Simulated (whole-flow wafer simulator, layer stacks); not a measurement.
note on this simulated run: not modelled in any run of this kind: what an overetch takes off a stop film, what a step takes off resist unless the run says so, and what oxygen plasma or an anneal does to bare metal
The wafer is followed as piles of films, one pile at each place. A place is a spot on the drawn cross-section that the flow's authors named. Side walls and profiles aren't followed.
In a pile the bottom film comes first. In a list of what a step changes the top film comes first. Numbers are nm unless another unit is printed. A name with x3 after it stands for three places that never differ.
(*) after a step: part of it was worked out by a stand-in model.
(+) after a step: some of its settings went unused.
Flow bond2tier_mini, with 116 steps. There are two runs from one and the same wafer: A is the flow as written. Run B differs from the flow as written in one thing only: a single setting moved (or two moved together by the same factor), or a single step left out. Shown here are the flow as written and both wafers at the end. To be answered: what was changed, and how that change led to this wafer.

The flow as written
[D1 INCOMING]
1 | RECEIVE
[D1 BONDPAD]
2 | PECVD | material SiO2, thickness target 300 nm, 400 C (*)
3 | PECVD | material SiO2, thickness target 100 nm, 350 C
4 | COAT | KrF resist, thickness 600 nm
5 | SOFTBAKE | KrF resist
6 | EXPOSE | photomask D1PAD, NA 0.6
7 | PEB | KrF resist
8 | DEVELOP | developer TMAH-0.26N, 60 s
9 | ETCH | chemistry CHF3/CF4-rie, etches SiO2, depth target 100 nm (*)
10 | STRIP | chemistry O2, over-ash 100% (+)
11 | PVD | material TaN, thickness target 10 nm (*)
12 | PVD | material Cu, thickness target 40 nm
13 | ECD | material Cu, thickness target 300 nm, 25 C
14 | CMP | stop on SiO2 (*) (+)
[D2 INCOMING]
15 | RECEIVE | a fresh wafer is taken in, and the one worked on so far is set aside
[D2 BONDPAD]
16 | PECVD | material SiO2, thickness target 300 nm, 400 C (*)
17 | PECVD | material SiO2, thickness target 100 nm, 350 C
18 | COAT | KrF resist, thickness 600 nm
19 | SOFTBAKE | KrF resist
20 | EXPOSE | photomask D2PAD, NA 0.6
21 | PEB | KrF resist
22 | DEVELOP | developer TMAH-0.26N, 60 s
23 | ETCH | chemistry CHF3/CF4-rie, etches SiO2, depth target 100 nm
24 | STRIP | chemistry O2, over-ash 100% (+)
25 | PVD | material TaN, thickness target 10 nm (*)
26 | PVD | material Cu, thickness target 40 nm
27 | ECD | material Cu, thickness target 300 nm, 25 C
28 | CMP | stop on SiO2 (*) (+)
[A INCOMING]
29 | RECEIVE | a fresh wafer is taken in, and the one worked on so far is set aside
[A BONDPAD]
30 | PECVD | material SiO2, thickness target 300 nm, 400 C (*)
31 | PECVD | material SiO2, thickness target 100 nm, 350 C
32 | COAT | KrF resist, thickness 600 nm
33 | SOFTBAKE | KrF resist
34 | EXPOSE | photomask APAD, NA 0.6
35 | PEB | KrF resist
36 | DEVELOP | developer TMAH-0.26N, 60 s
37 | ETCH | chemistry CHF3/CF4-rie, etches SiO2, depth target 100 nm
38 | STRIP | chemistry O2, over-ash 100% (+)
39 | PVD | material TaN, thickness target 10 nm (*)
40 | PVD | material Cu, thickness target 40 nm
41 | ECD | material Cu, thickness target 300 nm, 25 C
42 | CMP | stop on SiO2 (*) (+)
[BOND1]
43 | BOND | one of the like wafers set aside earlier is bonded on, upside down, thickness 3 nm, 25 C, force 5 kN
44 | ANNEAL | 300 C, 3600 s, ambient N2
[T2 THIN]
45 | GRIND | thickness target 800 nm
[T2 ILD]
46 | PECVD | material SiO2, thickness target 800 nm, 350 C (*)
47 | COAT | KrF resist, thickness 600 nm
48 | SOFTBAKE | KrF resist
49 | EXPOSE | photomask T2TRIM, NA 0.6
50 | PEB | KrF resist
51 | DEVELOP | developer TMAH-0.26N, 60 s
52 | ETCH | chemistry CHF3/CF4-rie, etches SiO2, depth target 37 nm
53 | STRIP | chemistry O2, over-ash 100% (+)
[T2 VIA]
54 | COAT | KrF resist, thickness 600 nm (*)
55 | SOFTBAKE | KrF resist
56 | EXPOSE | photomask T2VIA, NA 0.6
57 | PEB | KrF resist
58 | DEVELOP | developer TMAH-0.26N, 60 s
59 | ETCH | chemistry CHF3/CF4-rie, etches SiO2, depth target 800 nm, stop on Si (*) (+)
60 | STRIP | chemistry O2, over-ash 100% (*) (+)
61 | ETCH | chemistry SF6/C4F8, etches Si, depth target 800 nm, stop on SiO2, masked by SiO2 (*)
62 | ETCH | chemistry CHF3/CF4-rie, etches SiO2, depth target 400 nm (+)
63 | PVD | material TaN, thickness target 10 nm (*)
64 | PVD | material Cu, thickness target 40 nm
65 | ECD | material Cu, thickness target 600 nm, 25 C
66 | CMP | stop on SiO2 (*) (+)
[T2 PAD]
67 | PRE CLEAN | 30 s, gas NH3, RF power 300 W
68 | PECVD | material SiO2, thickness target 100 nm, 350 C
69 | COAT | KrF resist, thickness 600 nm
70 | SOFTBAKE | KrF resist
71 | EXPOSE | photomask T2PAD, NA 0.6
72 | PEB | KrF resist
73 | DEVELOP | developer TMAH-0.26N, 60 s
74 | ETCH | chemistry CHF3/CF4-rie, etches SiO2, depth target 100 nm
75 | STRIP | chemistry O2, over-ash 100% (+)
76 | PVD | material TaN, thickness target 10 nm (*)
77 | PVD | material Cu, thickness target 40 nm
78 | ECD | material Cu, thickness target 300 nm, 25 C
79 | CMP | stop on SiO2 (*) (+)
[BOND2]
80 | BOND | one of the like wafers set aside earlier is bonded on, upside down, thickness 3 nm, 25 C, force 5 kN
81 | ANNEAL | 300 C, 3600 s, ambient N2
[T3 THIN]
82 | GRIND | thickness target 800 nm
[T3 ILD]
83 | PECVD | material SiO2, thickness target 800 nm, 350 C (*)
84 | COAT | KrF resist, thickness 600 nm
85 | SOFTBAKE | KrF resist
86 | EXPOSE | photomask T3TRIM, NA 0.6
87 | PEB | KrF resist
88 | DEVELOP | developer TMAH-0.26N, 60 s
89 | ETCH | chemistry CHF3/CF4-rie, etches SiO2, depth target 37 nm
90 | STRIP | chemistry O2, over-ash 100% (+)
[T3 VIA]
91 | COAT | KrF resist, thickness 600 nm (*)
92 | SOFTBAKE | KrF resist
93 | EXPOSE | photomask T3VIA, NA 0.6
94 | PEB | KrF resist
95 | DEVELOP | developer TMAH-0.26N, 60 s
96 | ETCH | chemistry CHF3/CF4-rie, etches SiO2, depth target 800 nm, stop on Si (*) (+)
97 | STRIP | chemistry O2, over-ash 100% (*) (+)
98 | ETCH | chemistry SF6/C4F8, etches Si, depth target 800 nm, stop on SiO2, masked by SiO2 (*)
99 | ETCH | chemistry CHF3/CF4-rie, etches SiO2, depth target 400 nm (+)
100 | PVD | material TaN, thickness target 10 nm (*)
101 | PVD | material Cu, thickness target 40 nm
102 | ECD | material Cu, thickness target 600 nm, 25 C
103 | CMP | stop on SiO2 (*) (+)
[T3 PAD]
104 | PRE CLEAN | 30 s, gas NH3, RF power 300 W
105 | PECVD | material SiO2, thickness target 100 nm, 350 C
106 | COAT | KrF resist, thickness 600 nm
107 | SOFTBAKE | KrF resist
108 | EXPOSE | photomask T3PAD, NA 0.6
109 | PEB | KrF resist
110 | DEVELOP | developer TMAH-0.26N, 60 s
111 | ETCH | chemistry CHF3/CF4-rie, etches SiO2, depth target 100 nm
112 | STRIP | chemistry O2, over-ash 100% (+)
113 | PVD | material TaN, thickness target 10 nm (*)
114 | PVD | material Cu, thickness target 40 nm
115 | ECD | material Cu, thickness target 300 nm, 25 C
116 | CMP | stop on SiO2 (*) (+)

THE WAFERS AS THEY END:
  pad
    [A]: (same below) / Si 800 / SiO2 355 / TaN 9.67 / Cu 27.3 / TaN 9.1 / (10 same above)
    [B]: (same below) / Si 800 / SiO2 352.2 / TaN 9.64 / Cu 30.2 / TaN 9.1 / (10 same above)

Cause: step 52, ETCH: depth target 39.8 nm was run, though the flow has depth target 37 nm.

Step by step, how the change led to this:
  52 | ETCH | chemistry CHF3/CF4-rie, etches SiO2, depth target 37 nm
      pad, via: A -37 SiO2 | B -39.8 SiO2
      field: A -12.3 KrF resist | B -13.3 KrF resist
